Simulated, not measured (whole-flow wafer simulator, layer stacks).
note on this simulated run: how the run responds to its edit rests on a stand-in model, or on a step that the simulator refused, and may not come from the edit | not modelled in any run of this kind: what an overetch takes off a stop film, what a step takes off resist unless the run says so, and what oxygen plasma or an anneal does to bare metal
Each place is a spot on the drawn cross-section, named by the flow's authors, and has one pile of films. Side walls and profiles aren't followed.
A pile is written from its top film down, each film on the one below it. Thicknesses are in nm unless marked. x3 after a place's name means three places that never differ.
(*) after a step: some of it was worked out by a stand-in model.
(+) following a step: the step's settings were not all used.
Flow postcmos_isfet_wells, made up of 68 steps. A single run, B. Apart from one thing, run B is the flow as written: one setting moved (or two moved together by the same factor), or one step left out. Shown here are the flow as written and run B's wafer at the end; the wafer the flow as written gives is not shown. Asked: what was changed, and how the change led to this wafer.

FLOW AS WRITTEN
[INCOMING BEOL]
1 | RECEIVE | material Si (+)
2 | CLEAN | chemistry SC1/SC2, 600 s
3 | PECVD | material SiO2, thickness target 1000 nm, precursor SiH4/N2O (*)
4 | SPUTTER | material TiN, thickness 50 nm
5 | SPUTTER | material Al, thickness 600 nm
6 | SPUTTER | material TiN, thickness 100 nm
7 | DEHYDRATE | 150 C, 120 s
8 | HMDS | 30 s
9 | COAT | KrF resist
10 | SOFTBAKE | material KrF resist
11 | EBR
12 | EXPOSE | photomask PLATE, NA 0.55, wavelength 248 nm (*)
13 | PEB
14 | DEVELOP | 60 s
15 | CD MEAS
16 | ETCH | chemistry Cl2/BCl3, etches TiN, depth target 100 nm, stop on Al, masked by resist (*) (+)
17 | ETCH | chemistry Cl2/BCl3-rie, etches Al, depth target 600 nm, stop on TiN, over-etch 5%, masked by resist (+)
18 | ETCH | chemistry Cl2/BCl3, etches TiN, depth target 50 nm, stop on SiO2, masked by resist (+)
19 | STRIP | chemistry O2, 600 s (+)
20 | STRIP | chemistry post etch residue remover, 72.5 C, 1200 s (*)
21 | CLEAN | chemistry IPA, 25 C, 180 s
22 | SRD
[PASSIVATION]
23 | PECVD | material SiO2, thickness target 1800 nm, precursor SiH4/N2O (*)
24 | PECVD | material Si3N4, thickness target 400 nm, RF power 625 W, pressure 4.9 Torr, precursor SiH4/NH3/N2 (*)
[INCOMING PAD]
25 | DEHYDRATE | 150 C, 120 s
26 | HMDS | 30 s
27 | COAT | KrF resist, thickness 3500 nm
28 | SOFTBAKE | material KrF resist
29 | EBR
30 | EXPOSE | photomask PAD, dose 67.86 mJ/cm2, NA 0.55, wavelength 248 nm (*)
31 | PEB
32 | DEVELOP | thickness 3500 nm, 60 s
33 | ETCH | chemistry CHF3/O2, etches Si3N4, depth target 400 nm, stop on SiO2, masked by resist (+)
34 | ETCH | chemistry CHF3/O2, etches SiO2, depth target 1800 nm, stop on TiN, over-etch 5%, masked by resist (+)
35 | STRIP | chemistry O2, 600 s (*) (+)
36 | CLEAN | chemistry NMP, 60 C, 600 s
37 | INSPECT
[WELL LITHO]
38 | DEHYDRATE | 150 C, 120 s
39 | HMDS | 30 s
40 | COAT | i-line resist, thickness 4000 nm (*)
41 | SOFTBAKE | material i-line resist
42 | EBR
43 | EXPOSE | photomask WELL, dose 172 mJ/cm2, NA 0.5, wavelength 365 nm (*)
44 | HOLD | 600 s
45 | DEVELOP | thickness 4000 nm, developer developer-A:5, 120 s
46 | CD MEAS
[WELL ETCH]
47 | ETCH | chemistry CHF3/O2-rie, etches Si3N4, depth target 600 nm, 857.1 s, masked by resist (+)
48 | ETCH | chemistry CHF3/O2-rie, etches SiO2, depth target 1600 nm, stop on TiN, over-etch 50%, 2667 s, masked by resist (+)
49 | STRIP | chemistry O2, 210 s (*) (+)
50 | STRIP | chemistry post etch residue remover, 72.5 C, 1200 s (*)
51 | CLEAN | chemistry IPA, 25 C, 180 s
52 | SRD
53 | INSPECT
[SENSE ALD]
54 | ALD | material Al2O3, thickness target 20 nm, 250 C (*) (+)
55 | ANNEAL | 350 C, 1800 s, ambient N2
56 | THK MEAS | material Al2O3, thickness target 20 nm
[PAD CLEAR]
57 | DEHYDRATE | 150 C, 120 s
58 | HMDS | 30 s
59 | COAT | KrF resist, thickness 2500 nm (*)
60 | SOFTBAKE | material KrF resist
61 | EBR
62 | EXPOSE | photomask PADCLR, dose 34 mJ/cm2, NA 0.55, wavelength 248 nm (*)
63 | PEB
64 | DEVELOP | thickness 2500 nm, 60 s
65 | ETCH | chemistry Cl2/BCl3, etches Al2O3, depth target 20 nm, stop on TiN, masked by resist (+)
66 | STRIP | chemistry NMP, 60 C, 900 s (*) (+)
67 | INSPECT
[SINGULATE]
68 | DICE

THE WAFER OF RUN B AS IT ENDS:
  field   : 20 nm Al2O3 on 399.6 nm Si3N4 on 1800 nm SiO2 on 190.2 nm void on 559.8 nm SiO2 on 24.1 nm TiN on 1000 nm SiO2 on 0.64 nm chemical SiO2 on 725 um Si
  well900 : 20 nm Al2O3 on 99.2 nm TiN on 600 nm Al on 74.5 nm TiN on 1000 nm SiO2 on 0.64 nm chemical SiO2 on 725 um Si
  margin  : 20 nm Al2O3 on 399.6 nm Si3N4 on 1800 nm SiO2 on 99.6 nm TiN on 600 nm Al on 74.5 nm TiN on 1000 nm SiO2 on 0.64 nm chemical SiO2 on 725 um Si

Cause: step 4, SPUTTER: thickness 74.5 nm was run, while the flow as written has thickness 50 nm.
One can read it off the wafer: well900 has TiN 74.5, and step 4 as written asks for 50 nm.

Step by step, how the change led to this:
  4 | SPUTTER | material TiN, thickness 50 nm
      field, margin, well900, well1300 x3, pad_rim, pad_clr, pad_open: +74.5 TiN (new film) (in the flow as written it would be: +50 TiN (new film))
  18 | ETCH | chemistry Cl2/BCl3, etches TiN, depth target 50 nm, stop on SiO2, masked by resist (+)
      field: -50 TiN (in the flow as written it would be: -50 TiN (all of it))
  23 | PECVD | material SiO2, thickness target 1800 nm, precursor SiH4/N2O (*)
      field: +1800 SiO2 (new film), +190.2 void (new film), +559.8 SiO2 (new film) (in the flow as written it would be: +1800 SiO2 (new film), +189.9 void (new film), +559.7 SiO2)
With metal films that touch counted as one body, field has 1 body; the flow as written gives 0 bodies.
